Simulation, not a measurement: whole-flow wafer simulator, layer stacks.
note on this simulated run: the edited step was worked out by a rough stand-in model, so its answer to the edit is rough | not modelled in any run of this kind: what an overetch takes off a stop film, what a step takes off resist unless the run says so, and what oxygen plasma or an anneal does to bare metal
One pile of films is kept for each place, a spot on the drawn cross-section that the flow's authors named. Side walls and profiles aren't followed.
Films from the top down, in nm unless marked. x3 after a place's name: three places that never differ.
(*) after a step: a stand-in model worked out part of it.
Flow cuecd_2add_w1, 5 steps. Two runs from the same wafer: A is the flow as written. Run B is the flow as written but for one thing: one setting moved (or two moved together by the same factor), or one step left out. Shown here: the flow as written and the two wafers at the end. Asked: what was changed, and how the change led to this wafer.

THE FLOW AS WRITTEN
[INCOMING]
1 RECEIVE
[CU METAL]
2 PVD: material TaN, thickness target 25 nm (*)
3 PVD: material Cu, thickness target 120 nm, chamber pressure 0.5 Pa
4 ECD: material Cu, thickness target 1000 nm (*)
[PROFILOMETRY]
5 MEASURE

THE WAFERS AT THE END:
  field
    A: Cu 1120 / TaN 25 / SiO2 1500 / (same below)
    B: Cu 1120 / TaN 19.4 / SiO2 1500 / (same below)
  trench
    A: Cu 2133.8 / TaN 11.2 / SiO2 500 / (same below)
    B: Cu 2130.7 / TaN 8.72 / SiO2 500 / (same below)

The cause: step 2, PVD: thickness target 19.4 nm was run, where the flow has thickness target 25 nm.
It can be read off the wafer: field has TaN 19.4, and step 2 as written asks for 25 nm.

How the change led to this, step by step:
  2 PVD: material TaN, thickness target 25 nm (*)
      field: A TaN +25 (new film) | B TaN +19.4 (new film)
      trench: A TaN +11.2 (new film) | B TaN +8.72 (new film)
